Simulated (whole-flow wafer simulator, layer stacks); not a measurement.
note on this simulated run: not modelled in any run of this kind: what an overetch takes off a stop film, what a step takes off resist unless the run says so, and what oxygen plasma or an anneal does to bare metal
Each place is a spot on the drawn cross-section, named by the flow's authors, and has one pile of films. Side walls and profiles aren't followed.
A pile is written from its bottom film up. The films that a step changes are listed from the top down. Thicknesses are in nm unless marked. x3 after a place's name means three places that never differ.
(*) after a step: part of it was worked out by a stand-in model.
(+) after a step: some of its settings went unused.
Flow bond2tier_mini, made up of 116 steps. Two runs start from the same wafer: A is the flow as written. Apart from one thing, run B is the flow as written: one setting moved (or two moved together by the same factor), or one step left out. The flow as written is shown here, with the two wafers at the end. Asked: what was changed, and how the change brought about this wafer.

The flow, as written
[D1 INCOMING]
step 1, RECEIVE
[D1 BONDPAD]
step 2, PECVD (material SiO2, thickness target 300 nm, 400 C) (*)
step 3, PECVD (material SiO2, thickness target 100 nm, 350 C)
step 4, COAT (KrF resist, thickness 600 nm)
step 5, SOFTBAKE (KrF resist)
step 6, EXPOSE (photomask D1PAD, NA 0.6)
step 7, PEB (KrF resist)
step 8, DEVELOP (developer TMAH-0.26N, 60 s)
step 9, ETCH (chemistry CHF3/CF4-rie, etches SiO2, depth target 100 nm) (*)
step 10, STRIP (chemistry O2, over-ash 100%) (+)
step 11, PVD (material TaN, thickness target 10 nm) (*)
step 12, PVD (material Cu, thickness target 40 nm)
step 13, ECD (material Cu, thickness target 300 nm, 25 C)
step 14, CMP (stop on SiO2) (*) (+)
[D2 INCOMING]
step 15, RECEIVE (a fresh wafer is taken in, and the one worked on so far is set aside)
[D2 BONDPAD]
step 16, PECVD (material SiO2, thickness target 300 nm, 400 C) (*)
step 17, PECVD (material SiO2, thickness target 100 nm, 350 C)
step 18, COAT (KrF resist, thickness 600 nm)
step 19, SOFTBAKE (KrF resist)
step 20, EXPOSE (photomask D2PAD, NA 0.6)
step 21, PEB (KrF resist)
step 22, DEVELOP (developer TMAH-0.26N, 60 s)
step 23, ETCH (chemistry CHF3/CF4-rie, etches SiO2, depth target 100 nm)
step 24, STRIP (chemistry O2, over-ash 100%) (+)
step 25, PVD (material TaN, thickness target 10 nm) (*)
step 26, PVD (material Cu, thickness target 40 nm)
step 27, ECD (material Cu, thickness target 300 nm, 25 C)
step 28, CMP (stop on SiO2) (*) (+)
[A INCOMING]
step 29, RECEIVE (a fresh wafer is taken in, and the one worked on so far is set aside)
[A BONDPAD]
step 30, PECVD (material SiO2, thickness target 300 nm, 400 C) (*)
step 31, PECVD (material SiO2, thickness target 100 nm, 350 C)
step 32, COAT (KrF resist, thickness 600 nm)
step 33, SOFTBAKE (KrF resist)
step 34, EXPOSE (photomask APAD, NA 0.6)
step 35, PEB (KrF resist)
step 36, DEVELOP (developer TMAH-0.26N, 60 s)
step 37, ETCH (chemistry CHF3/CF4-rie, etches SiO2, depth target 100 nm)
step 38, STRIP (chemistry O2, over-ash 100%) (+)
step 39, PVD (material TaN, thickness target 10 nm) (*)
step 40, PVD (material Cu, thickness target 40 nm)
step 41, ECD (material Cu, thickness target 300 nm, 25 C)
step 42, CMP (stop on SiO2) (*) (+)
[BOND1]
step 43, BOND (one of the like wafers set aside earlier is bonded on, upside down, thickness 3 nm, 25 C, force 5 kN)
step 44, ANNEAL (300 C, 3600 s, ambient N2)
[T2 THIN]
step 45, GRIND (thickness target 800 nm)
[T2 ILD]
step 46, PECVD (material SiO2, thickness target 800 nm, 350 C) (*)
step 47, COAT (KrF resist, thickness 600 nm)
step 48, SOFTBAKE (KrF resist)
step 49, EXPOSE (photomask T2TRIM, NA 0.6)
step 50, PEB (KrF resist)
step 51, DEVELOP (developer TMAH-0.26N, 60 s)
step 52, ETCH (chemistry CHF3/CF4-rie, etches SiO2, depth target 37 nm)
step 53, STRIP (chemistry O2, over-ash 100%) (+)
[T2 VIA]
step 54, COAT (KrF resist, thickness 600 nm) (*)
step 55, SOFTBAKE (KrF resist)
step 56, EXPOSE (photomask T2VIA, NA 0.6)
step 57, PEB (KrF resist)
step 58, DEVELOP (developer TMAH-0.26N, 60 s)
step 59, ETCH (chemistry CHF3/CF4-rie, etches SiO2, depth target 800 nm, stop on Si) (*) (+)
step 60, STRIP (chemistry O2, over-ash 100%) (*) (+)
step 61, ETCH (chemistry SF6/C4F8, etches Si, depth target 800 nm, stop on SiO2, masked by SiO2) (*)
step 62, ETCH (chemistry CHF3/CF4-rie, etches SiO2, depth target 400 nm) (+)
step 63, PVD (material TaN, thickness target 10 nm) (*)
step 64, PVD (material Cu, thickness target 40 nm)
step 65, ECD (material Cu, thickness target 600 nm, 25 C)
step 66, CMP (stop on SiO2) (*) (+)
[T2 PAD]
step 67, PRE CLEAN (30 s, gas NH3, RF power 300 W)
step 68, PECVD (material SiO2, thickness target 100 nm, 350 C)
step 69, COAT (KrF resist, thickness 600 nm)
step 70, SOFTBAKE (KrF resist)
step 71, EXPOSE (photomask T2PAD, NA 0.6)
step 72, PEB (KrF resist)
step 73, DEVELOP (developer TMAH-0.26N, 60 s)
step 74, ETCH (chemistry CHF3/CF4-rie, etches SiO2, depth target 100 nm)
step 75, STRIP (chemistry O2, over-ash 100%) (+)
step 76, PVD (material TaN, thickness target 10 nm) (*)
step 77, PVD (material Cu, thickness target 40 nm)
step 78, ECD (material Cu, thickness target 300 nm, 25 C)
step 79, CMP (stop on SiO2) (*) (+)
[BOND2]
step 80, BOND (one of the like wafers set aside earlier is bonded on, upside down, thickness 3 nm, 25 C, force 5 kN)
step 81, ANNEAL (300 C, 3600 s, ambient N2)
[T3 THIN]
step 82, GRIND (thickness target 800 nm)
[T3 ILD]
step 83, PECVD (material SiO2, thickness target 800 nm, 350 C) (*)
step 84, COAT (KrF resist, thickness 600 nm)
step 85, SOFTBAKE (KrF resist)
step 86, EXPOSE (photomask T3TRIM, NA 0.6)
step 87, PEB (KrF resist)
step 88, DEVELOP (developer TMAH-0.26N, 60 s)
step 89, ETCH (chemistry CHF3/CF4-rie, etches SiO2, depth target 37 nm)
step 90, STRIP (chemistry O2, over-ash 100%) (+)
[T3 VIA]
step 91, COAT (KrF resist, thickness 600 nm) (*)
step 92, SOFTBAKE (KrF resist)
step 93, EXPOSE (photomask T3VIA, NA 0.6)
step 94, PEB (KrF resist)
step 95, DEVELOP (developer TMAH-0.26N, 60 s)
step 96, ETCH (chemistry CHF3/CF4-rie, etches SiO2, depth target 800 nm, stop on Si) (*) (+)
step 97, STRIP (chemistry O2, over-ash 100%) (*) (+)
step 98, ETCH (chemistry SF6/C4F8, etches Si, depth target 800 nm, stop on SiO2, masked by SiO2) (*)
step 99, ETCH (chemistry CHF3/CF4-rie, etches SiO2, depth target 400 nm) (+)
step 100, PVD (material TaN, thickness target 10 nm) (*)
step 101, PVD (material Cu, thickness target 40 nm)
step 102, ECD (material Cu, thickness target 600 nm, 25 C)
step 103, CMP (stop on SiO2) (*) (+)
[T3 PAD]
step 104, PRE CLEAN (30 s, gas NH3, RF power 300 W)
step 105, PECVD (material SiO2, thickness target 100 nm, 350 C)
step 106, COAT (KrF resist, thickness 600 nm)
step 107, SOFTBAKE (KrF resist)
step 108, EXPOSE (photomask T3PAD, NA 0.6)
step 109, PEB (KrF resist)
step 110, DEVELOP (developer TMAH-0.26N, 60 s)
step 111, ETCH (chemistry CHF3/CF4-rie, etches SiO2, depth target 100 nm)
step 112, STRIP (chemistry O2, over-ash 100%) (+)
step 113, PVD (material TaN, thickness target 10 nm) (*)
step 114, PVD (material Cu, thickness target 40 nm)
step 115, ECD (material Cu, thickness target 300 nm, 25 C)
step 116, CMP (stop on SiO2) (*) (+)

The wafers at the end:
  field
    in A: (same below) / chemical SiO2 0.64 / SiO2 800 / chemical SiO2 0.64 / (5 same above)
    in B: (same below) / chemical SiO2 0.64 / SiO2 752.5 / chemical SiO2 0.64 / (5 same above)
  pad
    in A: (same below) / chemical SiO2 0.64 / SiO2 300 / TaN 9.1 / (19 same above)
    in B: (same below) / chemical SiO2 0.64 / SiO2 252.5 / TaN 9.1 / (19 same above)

Cause: step 31, PECVD: thickness target 52.5 nm was run, whereas the flow has thickness target 100 nm.

The path from the change to this, step by step:
  step 31, PECVD (material SiO2, thickness target 100 nm, 350 C)
      field, pad, via: A +100 SiO2 | B +52.5 SiO2
